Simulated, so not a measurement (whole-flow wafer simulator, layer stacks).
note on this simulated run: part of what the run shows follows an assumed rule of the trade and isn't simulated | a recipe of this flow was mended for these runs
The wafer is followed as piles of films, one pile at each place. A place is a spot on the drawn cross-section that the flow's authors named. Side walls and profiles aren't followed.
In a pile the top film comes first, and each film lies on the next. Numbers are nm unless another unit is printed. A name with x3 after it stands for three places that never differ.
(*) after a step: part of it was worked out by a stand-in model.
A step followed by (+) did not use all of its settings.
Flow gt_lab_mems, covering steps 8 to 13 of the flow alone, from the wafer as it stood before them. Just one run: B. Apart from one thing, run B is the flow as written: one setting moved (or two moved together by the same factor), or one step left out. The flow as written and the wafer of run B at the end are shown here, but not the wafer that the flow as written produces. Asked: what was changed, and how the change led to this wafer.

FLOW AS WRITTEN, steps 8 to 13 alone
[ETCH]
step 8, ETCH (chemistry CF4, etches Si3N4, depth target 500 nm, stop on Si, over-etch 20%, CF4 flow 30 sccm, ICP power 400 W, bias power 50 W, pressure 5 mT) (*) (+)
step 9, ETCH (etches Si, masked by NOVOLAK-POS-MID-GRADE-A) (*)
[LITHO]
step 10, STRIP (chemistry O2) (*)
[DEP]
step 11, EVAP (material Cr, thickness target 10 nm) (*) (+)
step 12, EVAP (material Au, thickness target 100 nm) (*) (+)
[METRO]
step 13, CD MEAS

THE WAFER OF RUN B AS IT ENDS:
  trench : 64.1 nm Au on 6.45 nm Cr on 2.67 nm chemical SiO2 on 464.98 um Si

Cause: step 8, ETCH: over-etch 24.8% was run, while the flow as written has over-etch 20%.

Step by step, how the change led to this:
  step 8, ETCH (chemistry CF4, etches Si3N4, depth target 500 nm, stop on Si, over-etch 20%, CF4 flow 30 sccm, ICP power 400 W, bias power 50 W, pressure 5 mT) (*) (+)
      field: g/i-line-resist loses 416 (as written it would have been: g/i-line-resist loses 400)
      trench: Si3N4 loses 500 (all of it), chemical SiO2 loses 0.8 (all of it), Si loses 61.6 (as written it would have been: Si3N4 loses 500 (all of it), chemical SiO2 loses 0.8 (all of it), Si loses 49.6)
